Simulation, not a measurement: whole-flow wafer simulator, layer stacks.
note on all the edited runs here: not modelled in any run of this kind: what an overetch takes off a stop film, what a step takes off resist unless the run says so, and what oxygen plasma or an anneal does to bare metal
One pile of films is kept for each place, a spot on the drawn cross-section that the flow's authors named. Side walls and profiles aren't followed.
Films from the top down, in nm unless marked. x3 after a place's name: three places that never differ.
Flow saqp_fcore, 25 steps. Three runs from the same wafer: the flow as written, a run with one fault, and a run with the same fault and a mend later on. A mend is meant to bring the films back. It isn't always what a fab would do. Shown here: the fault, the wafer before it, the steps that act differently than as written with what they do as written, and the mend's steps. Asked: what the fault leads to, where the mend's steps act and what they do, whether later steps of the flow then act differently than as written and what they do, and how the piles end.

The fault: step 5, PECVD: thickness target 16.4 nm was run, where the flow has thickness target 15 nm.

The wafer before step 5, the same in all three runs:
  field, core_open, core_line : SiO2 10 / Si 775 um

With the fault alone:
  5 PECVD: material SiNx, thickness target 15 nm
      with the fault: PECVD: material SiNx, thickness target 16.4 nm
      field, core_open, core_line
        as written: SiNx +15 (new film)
        with the fault: SiNx +16.4 (new film)
  No later step of the flow acts differently than as written at any place that is followed.
  At the end the piles differ from the flow's by more than 2% or 0.5 nm, whichever is larger, at field, core_open, core_line.
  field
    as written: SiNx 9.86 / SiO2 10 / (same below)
    with the fault: SiNx 11.3 / SiO2 10 / (same below)
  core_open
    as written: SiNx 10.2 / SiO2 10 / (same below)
    with the fault: SiNx 11.6 / SiO2 10 / (same below)
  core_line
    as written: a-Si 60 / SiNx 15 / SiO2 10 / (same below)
    with the fault: a-Si 60 / SiNx 16.4 / SiO2 10 / (same below)

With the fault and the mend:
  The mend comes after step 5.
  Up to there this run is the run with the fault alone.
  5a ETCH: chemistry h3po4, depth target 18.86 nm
      field, core_open, core_line
        SiNx -16.4 (all of it)
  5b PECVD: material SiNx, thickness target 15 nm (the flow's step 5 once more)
      field, core_open, core_line
        SiNx +15 (new film)
  No later step of the flow acts differently than as written at any place that is followed.
  At the end the piles are the same as the flow's at every place that both follow.
